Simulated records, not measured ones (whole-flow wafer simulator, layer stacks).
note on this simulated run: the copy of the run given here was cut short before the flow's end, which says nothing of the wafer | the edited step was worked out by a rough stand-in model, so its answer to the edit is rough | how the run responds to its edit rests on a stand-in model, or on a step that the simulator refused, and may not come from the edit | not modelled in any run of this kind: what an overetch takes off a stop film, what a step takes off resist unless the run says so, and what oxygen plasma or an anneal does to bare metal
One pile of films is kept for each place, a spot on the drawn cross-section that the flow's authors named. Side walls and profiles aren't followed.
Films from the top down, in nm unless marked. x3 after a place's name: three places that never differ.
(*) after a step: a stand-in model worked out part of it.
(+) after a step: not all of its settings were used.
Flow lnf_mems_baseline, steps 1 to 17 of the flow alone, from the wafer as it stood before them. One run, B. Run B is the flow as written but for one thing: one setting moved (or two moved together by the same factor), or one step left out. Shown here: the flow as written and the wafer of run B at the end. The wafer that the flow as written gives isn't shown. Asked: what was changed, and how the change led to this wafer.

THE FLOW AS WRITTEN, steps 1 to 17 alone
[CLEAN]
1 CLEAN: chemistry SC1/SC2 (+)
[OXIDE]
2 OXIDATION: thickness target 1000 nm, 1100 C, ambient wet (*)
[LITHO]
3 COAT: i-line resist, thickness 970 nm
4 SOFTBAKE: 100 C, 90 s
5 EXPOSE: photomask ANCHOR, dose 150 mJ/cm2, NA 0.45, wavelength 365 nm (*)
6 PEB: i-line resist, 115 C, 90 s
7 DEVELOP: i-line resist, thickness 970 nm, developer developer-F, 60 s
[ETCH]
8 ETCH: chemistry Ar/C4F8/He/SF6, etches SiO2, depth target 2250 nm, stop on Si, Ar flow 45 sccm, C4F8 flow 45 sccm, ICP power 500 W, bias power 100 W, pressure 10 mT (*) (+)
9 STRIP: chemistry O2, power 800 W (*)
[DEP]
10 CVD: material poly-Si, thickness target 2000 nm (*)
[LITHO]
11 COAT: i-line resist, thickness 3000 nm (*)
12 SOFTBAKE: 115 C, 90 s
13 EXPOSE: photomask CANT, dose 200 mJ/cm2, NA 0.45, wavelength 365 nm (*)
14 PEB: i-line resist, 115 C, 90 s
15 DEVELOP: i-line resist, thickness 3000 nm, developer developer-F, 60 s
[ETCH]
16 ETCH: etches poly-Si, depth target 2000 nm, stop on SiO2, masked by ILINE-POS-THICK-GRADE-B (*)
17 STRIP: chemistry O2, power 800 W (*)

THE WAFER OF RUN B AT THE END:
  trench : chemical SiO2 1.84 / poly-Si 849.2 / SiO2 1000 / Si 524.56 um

The cause: step 16, ETCH: depth target 1150 nm was run, where the flow has depth target 2000 nm.

How the change led to this, step by step:
  16 ETCH: etches poly-Si, depth target 2000 nm, stop on SiO2, masked by ILINE-POS-THICK-GRADE-B (*)
      trench, char_slit: poly-Si -1150 (as written it would be: poly-Si -2000 (all of it))
      field, anchor, beam: i-line resist -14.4 (as written it would be: i-line resist -25)
  17 STRIP: chemistry O2, power 800 W (*)
      trench, char_slit: chemical SiO2 +1.84 (new film), poly-Si -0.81 (as written it would be: nothing)
